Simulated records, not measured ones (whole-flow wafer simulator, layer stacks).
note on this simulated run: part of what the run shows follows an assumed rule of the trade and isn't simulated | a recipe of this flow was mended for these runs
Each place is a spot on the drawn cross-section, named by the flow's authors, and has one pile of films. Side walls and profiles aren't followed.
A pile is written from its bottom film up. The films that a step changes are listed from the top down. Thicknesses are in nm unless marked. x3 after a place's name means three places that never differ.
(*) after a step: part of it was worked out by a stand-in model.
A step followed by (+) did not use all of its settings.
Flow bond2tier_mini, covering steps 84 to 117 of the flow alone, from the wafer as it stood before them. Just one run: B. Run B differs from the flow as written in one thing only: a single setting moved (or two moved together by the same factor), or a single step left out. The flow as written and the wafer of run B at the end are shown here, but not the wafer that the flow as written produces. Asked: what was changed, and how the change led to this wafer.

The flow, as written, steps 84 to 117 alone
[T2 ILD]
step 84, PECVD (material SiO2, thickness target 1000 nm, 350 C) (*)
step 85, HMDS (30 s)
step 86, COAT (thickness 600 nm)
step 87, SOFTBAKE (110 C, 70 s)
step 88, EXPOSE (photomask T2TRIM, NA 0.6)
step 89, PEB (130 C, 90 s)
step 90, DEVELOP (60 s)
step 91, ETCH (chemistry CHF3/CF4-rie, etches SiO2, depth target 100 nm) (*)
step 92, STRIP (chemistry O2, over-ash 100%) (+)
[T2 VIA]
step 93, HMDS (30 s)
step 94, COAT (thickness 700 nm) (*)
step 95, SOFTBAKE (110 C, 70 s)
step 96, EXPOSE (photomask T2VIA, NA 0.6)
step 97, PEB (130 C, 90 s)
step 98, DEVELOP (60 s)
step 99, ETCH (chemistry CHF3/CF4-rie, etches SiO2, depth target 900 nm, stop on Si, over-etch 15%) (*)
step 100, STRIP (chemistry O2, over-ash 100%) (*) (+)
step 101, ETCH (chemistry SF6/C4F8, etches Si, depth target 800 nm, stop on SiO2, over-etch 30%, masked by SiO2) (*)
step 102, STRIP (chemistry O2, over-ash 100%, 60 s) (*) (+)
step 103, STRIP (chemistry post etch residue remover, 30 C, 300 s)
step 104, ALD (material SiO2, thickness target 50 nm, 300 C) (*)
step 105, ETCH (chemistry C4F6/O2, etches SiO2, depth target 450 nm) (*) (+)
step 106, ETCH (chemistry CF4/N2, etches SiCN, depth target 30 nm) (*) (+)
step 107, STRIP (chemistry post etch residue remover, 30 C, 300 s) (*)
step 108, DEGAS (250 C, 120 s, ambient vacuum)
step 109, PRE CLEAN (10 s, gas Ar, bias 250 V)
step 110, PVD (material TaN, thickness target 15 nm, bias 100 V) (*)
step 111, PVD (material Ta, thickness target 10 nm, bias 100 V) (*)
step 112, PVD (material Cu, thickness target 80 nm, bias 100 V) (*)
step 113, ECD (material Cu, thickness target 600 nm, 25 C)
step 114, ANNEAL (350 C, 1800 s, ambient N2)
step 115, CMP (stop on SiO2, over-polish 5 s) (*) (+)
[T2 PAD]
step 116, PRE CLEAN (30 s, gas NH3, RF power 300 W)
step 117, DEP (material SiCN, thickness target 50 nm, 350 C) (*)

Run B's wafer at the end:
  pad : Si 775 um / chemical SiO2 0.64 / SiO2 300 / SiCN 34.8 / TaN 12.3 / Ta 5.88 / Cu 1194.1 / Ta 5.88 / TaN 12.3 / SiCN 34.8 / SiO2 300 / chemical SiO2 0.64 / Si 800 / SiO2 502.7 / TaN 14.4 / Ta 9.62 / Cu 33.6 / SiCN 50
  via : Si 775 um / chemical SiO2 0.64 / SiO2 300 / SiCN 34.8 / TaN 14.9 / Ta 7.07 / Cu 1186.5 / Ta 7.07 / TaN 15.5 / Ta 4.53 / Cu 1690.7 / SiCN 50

Cause: step 91, ETCH: depth target 64 nm was run, though the flow has depth target 100 nm.

Step by step, how the change led to this:
  step 91, ETCH (chemistry CHF3/CF4-rie, etches SiO2, depth target 100 nm) (*)
      pad, via: -64 SiO2 (it would be, as written: -100 SiO2)
      field: -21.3 thick-KrF-resist (it would be, as written: -33.3 thick-KrF-resist)
  step 92, STRIP (chemistry O2, over-ash 100%) (+)
      field: -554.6 thick-KrF-resist (all of it) (it would be, as written: -542.6 thick-KrF-resist (all of it))
  step 94, COAT (thickness 700 nm) (*)
      field: +672.1 thick-KrF-resist (new film) (it would be, as written: +656.8 thick-KrF-resist (new film))
      pad: +728.9 thick-KrF-resist (new film) (it would be, as written: +744.9 thick-KrF-resist (new film))
  step 99, ETCH (chemistry CHF3/CF4-rie, etches SiO2, depth target 900 nm, stop on Si, over-etch 15%) (*)
      via: -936 SiO2 (all of it), -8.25 Si (it would be, as written: -900 SiO2 (all of it), -11.2 Si)
  step 100, STRIP (chemistry O2, over-ash 100%) (*) (+)
      field: -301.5 thick-KrF-resist (all of it) (it would be, as written: -286.6 thick-KrF-resist (all of it))
      pad: -357.4 thick-KrF-resist (all of it) (it would be, as written: -372.9 thick-KrF-resist (all of it))
  step 112, PVD (material Cu, thickness target 80 nm, bias 100 V) (*)
      pad: +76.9 Cu (new film) (it would be, as written: +75.3 Cu (new film))
  step 113, ECD (material Cu, thickness target 600 nm, 25 C)
      pad: +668 Cu (it would be, as written: +706.1 Cu)
